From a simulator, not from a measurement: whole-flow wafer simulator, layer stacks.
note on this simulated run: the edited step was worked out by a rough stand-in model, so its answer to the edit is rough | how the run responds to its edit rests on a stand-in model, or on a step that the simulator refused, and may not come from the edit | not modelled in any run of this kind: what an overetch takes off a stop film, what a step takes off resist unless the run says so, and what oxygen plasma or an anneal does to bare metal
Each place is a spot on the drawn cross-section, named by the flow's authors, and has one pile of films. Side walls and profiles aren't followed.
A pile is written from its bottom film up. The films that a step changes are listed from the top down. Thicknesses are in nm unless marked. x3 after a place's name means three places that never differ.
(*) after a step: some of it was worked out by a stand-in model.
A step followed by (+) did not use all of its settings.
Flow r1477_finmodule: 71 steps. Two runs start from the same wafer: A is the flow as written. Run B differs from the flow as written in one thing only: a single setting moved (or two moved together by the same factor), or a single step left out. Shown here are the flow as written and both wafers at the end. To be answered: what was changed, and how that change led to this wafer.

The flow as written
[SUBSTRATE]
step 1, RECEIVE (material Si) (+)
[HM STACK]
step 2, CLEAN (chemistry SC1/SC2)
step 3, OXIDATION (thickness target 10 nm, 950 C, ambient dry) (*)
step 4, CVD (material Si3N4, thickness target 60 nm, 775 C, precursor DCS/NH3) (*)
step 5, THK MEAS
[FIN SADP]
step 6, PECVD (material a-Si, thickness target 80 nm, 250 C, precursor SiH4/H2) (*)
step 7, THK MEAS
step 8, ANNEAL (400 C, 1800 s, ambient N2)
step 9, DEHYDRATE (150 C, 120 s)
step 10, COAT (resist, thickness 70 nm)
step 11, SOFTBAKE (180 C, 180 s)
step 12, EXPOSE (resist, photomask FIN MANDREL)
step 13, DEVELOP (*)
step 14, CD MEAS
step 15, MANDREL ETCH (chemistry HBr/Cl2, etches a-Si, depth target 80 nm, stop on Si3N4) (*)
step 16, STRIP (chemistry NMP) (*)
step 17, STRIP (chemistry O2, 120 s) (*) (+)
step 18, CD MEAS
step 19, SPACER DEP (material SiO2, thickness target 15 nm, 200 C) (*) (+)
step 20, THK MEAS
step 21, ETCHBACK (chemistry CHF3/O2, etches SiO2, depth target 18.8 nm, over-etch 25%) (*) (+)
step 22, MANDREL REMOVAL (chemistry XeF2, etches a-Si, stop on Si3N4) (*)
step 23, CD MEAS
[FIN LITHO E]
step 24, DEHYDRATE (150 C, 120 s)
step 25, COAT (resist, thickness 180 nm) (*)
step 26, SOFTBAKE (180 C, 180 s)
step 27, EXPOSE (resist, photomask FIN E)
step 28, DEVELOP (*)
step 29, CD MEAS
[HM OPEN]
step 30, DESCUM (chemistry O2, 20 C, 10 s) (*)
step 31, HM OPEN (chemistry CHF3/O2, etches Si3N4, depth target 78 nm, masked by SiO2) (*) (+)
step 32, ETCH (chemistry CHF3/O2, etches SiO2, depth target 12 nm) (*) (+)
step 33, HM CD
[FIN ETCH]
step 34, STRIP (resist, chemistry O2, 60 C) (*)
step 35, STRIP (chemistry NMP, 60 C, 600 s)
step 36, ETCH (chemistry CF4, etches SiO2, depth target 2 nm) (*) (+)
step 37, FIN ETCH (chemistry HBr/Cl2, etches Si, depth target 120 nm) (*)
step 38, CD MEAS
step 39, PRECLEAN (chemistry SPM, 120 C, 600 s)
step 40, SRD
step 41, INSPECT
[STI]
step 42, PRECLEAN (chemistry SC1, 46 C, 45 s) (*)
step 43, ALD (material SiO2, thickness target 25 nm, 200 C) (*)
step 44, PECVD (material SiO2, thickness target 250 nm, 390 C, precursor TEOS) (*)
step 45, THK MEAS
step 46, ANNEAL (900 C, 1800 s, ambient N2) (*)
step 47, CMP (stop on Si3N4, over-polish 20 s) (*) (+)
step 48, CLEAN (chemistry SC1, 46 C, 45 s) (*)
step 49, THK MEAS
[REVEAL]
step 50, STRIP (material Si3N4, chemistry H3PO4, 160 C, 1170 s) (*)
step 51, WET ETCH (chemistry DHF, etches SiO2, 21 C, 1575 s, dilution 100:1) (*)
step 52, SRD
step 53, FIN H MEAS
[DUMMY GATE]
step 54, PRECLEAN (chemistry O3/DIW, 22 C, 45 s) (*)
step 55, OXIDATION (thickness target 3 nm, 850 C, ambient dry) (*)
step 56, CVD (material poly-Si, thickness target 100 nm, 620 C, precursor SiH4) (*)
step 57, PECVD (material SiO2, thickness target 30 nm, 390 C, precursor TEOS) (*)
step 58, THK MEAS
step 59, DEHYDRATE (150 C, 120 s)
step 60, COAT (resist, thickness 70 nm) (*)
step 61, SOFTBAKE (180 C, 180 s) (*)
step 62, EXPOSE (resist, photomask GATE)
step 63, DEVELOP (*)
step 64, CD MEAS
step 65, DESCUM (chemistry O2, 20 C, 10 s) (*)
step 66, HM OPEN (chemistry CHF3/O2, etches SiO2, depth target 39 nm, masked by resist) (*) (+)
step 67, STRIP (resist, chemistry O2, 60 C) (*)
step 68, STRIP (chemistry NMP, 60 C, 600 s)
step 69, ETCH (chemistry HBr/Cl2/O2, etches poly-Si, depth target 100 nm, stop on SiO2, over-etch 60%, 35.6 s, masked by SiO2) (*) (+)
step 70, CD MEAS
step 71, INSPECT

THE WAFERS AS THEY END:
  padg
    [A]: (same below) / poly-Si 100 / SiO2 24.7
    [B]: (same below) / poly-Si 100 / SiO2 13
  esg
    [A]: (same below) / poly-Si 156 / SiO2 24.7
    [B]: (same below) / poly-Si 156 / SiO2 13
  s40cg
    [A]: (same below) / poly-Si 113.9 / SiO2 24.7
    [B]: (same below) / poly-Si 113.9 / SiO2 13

Cause: step 57, PECVD: thickness target 18.3 nm was run, though the flow has thickness target 30 nm.

Step by step, how the change led to this:
  step 57, PECVD (material SiO2, thickness target 30 nm, 390 C, precursor TEOS) (*)
      pad, padg, elg and 33 more: A +30 SiO2 (new film) | B +18.3 SiO2 (new film)
  step 66, HM OPEN (chemistry CHF3/O2, etches SiO2, depth target 39 nm, masked by resist) (*) (+)
      pad, elo, eso and 15 more: A -30 SiO2 (all of it), -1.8 poly-Si | B -18.3 SiO2 (all of it), -1.83 poly-Si
      padg, elg, esg and 15 more: A -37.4 resist | B -26.3 resist
  step 67, STRIP (resist, chemistry O2, 60 C) (*)
      padg, elg, esg: A -15.9 resist (all of it) | B -27 resist (all of it)
      e40lg, e100lg, e200lg: A -12.8 resist (all of it) | B -23.8 resist (all of it)
      (also at 12 further places)
